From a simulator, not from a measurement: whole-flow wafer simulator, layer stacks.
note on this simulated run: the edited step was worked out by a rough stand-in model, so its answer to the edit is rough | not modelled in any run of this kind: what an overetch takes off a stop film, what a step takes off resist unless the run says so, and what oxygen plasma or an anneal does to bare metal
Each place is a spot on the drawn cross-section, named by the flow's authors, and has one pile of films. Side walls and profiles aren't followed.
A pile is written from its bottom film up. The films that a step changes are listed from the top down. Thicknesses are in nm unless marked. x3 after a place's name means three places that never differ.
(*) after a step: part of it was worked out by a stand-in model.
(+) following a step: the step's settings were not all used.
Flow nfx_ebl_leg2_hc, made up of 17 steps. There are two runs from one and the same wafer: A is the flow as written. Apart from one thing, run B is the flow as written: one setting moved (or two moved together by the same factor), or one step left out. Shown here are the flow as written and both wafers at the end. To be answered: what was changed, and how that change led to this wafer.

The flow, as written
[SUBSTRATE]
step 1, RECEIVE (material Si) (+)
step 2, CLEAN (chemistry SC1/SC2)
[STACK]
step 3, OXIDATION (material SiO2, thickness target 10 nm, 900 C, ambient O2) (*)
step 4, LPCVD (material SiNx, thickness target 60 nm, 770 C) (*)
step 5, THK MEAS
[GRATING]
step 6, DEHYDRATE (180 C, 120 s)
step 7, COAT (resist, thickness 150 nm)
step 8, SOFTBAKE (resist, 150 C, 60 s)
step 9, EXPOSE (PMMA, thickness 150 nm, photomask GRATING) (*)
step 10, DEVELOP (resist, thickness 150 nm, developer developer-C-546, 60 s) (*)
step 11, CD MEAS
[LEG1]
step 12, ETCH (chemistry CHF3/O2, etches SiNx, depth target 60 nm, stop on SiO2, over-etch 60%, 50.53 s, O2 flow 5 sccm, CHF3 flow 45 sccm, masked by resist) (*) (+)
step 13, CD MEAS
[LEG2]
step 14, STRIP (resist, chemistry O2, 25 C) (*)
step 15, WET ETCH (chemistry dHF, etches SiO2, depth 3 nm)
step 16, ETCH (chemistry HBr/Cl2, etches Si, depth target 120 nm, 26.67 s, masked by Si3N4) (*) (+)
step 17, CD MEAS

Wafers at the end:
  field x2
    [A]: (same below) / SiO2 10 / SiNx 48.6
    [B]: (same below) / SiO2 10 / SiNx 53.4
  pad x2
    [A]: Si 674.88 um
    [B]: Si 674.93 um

Cause: step 16, ETCH: depth target 69 nm was run, whereas the flow has depth target 120 nm; step 16, ETCH: 15.33 s was run, where the flow has 26.67 s.

Step by step, how the change led to this:
  step 16, ETCH (chemistry HBr/Cl2, etches Si, depth target 120 nm, 26.67 s, masked by Si3N4) (*) (+)
      field x2: A -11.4 SiNx | B -6.57 SiNx
      pad x2: A -120 Si | B -69 Si
